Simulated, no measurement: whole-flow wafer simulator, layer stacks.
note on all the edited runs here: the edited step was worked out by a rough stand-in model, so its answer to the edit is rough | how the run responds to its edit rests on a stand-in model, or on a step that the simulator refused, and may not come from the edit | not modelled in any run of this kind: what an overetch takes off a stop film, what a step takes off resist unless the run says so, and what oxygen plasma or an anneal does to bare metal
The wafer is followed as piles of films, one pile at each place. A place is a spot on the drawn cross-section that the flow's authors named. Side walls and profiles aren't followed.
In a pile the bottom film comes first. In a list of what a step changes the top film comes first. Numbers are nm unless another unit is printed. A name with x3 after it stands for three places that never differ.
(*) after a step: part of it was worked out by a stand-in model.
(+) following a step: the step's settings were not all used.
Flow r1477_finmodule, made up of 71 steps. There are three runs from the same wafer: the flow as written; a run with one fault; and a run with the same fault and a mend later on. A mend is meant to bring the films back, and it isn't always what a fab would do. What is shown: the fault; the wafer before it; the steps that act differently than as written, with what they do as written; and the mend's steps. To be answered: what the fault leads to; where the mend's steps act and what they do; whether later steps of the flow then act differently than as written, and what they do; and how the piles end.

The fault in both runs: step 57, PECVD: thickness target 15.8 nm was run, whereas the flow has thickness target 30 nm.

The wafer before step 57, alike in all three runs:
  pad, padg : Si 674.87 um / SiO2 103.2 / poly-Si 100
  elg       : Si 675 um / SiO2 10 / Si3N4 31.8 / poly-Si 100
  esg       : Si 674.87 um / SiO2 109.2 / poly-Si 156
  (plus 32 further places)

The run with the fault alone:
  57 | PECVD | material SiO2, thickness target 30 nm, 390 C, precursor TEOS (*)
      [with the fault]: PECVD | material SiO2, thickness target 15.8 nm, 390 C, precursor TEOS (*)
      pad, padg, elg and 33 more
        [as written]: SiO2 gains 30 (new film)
        [with the fault]: SiO2 gains 15.8 (new film)
  Steps further on in the flow that do not act as written (3 other steps are not shown; they differ only slightly, by no more than 2% or 0.5 nm, whichever is larger):
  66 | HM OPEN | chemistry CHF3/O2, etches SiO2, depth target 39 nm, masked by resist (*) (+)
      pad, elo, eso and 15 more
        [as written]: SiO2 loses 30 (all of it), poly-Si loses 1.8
        [with the fault]: SiO2 loses 15.8 (all of it), poly-Si loses 1.58
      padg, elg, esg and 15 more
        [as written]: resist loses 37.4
        [with the fault]: resist loses 22.7
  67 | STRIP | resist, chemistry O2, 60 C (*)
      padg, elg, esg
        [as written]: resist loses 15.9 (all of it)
        [with the fault]: resist loses 30.6 (all of it)
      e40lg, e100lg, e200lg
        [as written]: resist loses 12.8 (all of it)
        [with the fault]: resist loses 27.4 (all of it)
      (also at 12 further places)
  The piles end different from the flow's at padg, elg, esg and 15 more by more than 2% or 0.5 nm, whichever is larger.
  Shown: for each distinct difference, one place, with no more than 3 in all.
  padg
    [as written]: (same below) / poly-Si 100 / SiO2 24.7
    [with the fault]: (same below) / poly-Si 100 / SiO2 10.5
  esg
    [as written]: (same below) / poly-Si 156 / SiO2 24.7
    [with the fault]: (same below) / poly-Si 156 / SiO2 10.5
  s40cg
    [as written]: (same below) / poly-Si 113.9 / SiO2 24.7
    [with the fault]: (same below) / poly-Si 113.9 / SiO2 10.5

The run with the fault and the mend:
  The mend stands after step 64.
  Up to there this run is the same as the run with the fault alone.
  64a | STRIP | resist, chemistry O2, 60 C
      padg, elg, esg
        resist loses 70 (all of it)
      e40lg, e100lg, e200lg
        resist loses 66.9 (all of it)
      s40sg, s45sg
        resist loses 91 (all of it)
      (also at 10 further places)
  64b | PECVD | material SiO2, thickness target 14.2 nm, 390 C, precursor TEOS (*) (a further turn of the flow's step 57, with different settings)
      pad, padg, elg and 33 more
        SiO2 gains 14.2
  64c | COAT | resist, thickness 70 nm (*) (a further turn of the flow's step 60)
      e40lg, e100lg, e200lg, elo, e40lo, e100lo, e200lo
        resist gains 66.9 (new film)
      pad, padg, elg, esg
        resist gains 70 (new film)
      s40sg, s45sg, s40so, s45so
        resist gains 91 (new film)
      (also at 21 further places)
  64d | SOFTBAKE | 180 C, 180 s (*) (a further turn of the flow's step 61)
      alters no film at any place that is followed
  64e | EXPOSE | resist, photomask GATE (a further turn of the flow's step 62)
      alters no film at any place that is followed
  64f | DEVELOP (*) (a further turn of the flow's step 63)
      elo, e40lo, e100lo, e200lo
        resist loses 66.9 (all of it)
      eso, e40so
        resist loses 129.5 (all of it)
      s40so, s45so
        resist loses 91 (all of it)
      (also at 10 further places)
  Every later step of the flow that is run acts as written at every place that is followed.
  At every place that both follow, the piles at the end match the flow's.
